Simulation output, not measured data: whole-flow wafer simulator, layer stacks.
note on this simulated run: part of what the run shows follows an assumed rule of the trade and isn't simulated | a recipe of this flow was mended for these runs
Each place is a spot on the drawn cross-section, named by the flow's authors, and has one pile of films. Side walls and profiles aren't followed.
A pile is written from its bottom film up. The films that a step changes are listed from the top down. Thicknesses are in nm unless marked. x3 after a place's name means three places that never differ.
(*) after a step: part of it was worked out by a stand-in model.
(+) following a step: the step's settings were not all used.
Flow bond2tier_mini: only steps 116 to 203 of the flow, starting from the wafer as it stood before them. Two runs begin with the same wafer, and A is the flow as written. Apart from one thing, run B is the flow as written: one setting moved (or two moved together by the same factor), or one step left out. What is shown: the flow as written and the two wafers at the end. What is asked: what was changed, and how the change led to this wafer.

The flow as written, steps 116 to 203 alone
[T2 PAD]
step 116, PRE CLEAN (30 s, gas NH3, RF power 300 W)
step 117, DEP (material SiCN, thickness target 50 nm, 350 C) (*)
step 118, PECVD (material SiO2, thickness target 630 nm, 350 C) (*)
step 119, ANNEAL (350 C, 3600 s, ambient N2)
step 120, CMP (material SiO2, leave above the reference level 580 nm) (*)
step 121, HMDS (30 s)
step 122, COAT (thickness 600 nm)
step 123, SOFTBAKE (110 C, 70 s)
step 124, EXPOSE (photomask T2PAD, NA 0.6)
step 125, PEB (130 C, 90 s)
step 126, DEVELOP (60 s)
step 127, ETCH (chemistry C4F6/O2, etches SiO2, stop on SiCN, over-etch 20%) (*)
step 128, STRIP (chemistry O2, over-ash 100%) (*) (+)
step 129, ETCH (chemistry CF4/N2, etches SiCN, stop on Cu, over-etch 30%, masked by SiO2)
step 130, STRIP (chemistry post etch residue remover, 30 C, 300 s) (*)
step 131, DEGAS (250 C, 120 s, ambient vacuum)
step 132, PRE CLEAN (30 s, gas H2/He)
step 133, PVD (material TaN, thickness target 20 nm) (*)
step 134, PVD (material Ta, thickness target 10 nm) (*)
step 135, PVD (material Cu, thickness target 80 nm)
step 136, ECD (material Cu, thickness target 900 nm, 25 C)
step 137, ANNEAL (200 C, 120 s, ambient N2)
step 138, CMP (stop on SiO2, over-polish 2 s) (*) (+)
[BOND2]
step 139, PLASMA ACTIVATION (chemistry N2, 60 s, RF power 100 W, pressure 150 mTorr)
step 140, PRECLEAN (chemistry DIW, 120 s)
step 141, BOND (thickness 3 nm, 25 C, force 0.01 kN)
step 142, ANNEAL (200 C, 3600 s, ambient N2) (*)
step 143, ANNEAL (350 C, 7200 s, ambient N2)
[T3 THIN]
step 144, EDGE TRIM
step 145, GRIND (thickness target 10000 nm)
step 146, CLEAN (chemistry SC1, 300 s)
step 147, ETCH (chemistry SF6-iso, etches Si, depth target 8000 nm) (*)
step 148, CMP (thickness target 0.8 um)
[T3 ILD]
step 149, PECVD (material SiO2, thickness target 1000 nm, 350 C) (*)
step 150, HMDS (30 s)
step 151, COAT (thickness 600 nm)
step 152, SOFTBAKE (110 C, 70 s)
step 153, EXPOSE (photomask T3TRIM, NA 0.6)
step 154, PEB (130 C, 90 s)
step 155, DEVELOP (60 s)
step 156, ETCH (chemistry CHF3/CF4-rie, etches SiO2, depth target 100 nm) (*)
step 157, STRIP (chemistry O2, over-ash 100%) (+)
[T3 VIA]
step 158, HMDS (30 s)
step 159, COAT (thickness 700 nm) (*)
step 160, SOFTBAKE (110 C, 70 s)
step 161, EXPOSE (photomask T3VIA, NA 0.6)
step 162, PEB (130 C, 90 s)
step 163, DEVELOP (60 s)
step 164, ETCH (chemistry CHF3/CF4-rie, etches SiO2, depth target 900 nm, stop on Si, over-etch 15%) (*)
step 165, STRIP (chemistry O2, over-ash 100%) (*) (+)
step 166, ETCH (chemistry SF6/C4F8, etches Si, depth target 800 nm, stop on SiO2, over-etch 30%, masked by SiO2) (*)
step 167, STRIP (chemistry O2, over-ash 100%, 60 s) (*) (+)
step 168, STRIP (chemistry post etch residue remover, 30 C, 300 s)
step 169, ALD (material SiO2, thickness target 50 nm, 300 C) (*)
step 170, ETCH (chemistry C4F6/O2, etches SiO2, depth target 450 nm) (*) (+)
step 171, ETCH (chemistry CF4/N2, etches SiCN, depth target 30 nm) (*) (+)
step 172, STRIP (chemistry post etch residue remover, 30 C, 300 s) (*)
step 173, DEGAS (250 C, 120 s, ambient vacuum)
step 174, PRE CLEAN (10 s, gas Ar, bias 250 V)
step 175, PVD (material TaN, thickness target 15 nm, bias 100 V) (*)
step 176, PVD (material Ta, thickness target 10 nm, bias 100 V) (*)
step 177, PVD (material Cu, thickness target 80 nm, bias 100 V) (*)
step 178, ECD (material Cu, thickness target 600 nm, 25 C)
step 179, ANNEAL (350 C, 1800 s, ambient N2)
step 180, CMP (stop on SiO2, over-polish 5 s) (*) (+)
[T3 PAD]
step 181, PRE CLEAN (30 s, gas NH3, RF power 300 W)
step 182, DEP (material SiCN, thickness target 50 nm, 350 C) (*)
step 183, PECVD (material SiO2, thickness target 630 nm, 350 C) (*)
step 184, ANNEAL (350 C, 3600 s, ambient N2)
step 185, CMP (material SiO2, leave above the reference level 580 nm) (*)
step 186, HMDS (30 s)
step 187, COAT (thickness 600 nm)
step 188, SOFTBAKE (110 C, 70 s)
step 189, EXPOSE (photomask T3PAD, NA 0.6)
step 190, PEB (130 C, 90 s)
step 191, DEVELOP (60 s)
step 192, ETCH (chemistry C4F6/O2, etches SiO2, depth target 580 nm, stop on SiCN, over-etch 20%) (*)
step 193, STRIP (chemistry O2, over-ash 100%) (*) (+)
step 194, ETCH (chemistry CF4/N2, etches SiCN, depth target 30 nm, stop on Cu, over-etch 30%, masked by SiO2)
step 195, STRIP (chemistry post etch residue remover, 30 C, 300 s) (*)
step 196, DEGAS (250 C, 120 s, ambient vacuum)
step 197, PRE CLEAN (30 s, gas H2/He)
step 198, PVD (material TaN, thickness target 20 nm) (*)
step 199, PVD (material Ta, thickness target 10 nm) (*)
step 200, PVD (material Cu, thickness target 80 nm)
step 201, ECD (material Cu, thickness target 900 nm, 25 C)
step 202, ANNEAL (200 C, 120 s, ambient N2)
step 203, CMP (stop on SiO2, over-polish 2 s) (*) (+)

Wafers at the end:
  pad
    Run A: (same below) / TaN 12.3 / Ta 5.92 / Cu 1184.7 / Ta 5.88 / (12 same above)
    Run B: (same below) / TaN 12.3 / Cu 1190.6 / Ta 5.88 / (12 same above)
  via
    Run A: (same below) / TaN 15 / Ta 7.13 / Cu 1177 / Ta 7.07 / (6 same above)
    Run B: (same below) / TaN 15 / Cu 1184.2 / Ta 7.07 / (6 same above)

What caused this: step 134, PVD: material Ta, thickness target 10 nm (*), was skipped.

Step by step, how the change led to this:
  step 138, CMP (stop on SiO2, over-polish 2 s) (*) (+)
      field: A -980 Cu (all of it), -10 Ta (all of it), -20 TaN (all of it) | B -980 Cu (all of it), -20 TaN (all of it)
